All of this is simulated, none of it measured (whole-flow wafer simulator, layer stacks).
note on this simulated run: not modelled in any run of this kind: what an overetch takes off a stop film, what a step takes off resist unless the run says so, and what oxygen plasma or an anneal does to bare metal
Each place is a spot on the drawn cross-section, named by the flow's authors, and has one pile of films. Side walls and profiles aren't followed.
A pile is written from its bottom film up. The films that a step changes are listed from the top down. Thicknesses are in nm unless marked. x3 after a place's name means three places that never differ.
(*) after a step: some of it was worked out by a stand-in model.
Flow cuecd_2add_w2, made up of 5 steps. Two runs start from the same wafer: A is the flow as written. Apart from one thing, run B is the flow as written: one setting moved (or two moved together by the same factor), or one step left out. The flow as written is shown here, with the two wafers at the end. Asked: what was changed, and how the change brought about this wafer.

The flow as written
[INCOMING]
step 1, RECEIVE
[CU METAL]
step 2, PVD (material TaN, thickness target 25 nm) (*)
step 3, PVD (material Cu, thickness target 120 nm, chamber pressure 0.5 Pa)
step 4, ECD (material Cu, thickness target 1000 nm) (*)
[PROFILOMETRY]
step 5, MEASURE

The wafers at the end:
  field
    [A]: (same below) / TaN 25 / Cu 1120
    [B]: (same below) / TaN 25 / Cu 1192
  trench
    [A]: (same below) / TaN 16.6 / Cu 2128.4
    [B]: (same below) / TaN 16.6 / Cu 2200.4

Cause: step 3, PVD: thickness target 192 nm was run, whereas the flow has thickness target 120 nm.

The path from the change to this, step by step:
  step 3, PVD (material Cu, thickness target 120 nm, chamber pressure 0.5 Pa)
      field: A +120 Cu (new film) | B +192 Cu (new film)
      trench: A +80.8 Cu (new film) | B +128.8 Cu (new film)
